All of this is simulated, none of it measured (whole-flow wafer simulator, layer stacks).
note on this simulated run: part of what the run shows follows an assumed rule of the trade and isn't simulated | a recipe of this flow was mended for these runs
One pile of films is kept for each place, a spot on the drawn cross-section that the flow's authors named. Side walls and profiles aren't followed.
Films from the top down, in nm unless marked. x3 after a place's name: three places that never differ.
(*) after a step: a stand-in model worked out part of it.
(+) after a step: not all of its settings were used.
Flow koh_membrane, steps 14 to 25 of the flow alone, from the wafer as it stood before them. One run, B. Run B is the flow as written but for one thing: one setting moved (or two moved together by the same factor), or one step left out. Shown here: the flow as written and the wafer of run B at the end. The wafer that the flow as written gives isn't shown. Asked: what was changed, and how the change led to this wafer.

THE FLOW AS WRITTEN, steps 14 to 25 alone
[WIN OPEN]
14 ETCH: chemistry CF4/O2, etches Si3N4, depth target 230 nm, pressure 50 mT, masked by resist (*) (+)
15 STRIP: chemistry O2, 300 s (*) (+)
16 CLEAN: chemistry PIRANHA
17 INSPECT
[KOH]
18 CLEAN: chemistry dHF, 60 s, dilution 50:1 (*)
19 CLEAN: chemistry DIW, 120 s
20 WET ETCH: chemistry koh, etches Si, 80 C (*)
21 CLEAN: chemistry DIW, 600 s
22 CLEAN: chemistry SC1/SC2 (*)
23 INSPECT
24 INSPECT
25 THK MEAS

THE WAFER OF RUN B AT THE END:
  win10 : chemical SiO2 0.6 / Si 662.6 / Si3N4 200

The cause: step 14, ETCH: depth target 197 nm was run, where the flow has depth target 230 nm.

How the change led to this, step by step:
  14 ETCH: chemistry CF4/O2, etches Si3N4, depth target 230 nm, pressure 50 mT, masked by resist (*) (+)
      win20 x4, win10: Si3N4 -197 (as written it would be: Si3N4 -200 (all of it), chemical SiO2 -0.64 (all of it), Si -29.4)
      field: i-line-resist -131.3 (as written it would be: i-line-resist -153.3)
  15 STRIP: chemistry O2, 300 s (*) (+)
      win20 x4, win10: nothing (as written it would be: chemical SiO2 +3 (new film), Si -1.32)
      field: i-line-resist -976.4 (all of it) (as written it would be: i-line-resist -954.4 (all of it))
  18 CLEAN: chemistry dHF, 60 s, dilution 50:1 (*)
      win20 x4, win10: Si3N4 -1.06 (as written it would be: chemical SiO2 -3 (all of it))
  20 WET ETCH: chemistry koh, etches Si, 80 C (*)
      win20 x4: Si3N4 -1.94 (all of it), chemical SiO2 -0.64 (all of it), Si -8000 (all of it) (as written it would be: Si -7969.3 (all of it))
      win10: Si3N4 -1.94 (all of it), chemical SiO2 -0.64 (all of it), Si -7337.2 (as written it would be: Si -7337.9)
